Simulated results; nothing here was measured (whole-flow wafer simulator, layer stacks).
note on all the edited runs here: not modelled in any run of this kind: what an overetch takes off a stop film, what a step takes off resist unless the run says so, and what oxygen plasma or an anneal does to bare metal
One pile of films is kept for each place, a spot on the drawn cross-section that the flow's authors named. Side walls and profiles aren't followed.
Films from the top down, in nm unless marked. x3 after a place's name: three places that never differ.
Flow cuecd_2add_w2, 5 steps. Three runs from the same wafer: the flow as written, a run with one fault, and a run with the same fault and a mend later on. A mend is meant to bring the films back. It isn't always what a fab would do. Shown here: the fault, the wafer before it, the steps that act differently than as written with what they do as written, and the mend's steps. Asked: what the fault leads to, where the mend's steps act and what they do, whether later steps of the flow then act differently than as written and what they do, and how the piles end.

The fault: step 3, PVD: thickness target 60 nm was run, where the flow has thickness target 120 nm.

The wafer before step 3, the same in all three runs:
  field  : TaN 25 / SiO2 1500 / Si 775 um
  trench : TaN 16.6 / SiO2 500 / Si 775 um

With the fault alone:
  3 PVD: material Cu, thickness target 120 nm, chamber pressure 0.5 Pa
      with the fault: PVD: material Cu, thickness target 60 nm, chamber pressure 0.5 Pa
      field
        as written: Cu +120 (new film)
        with the fault: Cu +60 (new film)
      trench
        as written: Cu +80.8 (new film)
        with the fault: Cu +40.6 (new film)
  No later step of the flow acts differently than as written, at any place that is followed, by more than 2% or 0.5 nm, whichever is larger.
  At the end the piles differ from the flow's by more than 2% or 0.5 nm, whichever is larger, at field, trench.
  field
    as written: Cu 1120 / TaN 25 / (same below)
    with the fault: Cu 1060 / TaN 25 / (same below)
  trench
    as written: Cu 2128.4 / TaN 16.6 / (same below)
    with the fault: Cu 2068.4 / TaN 16.6 / (same below)

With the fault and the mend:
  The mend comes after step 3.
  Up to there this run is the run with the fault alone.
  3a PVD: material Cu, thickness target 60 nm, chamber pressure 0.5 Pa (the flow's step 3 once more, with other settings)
      field
        Cu +60
      trench
        Cu +39.8
  No later step of the flow acts differently than as written, at any place that is followed, by more than 2% or 0.5 nm, whichever is larger.
  At the end the piles are the same as the flow's at every place that both follow.
